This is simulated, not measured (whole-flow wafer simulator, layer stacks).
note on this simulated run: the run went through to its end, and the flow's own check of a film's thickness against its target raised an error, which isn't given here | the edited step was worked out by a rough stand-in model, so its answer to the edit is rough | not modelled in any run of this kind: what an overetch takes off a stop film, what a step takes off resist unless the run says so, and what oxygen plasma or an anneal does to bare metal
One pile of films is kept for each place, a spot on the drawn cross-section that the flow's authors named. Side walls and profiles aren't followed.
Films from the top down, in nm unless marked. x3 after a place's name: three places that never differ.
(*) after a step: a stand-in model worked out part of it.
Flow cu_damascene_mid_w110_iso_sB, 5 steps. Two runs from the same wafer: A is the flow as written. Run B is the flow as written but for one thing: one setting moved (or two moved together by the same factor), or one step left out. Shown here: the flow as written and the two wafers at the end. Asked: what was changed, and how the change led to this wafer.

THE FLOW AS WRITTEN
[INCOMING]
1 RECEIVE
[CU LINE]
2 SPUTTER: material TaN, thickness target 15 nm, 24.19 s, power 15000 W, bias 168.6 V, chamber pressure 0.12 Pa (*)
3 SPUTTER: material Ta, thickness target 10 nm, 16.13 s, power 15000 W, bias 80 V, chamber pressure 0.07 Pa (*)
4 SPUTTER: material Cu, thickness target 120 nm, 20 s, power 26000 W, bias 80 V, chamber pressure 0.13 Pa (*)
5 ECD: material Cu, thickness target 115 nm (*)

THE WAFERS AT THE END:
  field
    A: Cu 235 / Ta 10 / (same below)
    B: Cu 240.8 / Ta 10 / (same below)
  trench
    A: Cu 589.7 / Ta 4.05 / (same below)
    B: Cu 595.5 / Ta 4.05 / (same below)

The cause: step 5, ECD: thickness target 120.8 nm was run, where the flow has thickness target 115 nm.

How the change led to this, step by step:
  5 ECD: material Cu, thickness target 115 nm (*)
      field: A Cu +115 | B Cu +120.8
